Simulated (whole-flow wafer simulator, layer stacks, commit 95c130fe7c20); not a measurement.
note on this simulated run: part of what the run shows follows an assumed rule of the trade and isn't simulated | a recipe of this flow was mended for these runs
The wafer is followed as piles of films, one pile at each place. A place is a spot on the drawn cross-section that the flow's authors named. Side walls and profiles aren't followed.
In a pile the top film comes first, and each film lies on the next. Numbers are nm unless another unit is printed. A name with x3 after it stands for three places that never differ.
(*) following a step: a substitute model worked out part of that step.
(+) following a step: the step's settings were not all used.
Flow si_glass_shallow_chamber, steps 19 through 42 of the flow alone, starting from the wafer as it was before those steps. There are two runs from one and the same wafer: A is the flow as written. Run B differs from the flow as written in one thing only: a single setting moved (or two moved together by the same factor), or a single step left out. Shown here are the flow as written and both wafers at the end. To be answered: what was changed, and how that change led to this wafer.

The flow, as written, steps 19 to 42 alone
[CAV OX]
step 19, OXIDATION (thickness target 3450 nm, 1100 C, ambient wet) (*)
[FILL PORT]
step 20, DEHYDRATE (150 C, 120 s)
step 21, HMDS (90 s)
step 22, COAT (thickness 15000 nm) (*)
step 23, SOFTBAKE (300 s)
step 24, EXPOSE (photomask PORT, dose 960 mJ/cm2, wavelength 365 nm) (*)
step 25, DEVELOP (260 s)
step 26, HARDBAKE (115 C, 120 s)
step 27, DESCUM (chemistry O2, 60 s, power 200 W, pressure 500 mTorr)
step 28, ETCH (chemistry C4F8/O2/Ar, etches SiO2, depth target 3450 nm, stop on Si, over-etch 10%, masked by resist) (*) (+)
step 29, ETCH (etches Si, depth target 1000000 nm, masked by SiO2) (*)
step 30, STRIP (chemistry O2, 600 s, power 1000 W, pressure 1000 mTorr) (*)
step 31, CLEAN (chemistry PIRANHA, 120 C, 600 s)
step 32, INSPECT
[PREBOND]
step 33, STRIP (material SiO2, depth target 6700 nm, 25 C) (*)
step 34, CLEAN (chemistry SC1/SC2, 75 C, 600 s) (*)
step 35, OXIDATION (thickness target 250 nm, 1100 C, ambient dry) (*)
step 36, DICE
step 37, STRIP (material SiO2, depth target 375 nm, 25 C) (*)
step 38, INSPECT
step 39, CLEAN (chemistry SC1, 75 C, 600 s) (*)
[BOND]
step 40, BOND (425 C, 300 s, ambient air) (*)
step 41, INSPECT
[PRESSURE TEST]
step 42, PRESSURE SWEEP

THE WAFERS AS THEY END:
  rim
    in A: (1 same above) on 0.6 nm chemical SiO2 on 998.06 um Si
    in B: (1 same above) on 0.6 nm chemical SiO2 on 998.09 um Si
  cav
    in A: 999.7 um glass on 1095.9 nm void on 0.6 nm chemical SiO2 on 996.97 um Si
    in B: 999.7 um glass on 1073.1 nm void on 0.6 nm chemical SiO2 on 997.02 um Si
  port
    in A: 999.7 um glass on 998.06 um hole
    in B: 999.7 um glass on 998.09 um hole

Cause: step 19, OXIDATION: 1088 C was run, while the flow as written has 1100 C.

Step by step, how the change led to this:
  step 19, OXIDATION (thickness target 3450 nm, 1100 C, ambient wet) (*)
      rim, ramp, septum, ring: A SiO2 gains 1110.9, Si loses 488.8 | B SiO2 gains 1051.8, Si loses 462.8
      cav, port: A SiO2 gains 3450 (new film), chemical SiO2 loses 0.6 (all of it), Si loses 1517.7 | B SiO2 gains 3339 (new film), chemical SiO2 loses 0.6 (all of it), Si loses 1468.9
  step 22, COAT (thickness 15000 nm) (*)
      rim: A thick-i-line-resist gains 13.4 um (new film) | B thick-i-line-resist gains 13.39 um (new film)
      ramp: A thick-i-line-resist gains 12.89 um (new film) | B thick-i-line-resist gains 12.88 um (new film)
      (also at 1 further place)
  step 28, ETCH (chemistry C4F8/O2/Ar, etches SiO2, depth target 3450 nm, stop on Si, over-etch 10%, masked by resist) (*) (+)
      rim, ramp, cav, septum, ring: A thick-i-line-resist loses 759 | B thick-i-line-resist loses 734.6
      port: A SiO2 loses 3450 (all of it), Si loses 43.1 | B SiO2 loses 3339 (all of it), Si loses 57
  step 29, ETCH (etches Si, depth target 1000000 nm, masked by SiO2) (*)
      rim, ramp: A thick-i-line-resist loses 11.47 um (all of it), SiO2 loses 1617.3 | B thick-i-line-resist loses 11.48 um (all of it), SiO2 loses 1614.8
      port: A hole gains 997.05 um (new film), Si loses 997.05 um (all of it) | B hole gains 997.08 um (new film), Si loses 997.08 um (all of it)
      (also at 2 further places)
  step 30, STRIP (chemistry O2, 600 s, power 1000 W, pressure 1000 mTorr) (*)
      cav: A thick-i-line-resist loses 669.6 (all of it) | B thick-i-line-resist loses 702.8 (all of it)
  step 33, STRIP (material SiO2, depth target 6700 nm, 25 C) (*)
      cav: A SiO2 loses 3450 (all of it) | B SiO2 loses 3339 (all of it)
  step 40, BOND (425 C, 300 s, ambient air) (*)
      cav: A glass gains 999.7 um (new film), void gains 1095.9 (new film) | B glass gains 999.7 um (new film), void gains 1073.1 (new film)
